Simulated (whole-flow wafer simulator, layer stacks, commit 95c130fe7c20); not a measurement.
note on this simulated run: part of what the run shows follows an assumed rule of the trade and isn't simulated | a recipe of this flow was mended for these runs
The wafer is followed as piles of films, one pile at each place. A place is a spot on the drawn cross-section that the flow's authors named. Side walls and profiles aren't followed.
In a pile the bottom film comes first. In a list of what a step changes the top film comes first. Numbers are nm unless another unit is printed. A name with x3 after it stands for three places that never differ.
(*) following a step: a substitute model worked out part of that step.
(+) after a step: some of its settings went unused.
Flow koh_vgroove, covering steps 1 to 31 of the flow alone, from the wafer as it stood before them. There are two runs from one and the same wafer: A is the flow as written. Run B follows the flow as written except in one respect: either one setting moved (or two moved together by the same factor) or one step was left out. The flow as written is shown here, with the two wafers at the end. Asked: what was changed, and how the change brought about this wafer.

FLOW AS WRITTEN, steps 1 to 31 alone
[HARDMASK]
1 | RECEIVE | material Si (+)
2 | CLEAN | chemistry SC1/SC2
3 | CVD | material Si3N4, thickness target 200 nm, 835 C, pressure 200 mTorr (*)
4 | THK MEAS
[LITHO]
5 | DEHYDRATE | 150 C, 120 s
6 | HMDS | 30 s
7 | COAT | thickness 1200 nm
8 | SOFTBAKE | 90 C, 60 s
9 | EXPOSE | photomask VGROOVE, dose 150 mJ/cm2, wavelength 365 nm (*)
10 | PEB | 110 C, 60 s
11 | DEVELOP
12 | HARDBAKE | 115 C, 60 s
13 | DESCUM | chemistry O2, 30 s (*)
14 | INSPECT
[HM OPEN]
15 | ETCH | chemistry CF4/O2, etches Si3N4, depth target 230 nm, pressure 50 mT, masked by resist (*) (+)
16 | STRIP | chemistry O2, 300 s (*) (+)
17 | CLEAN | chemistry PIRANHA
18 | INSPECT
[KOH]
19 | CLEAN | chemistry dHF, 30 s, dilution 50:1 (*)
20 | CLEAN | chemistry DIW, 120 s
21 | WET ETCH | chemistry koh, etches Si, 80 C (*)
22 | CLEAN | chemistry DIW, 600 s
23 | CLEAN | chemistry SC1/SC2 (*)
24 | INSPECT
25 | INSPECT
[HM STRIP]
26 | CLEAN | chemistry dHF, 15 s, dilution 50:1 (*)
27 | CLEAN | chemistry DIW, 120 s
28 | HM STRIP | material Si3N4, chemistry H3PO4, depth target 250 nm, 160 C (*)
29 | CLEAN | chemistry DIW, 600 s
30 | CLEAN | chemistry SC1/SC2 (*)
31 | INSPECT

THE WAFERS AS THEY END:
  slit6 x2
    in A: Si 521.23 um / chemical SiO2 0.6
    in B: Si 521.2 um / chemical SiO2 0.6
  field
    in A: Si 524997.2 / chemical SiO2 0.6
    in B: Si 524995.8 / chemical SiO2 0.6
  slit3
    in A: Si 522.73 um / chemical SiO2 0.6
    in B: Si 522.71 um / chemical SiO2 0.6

What caused this: step 3, CVD: thickness target 171 nm was run, though the flow has thickness target 200 nm.

Step by step, how the change led to this:
  3 | CVD | material Si3N4, thickness target 200 nm, 835 C, pressure 200 mTorr (*)
      field, slit3, slit2, slit6 x2: A Si3N4 gains 200 (new film) | B Si3N4 gains 171 (new film)
  15 | ETCH | chemistry CF4/O2, etches Si3N4, depth target 230 nm, pressure 50 mT, masked by resist (*) (+)
      slit3, slit2, slit6 x2: A Si3N4 loses 200 (all of it), chemical SiO2 loses 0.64 (all of it), Si loses 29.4 | B Si3N4 loses 171 (all of it), chemical SiO2 loses 0.64 (all of it), Si loses 58.4
  28 | HM STRIP | material Si3N4, chemistry H3PO4, depth target 250 nm, 160 C (*)
      field: A Si3N4 loses 198.7 (all of it), chemical SiO2 loses 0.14, Si loses 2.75 | B Si3N4 loses 169.7 (all of it), chemical SiO2 loses 0.14, Si loses 4.2
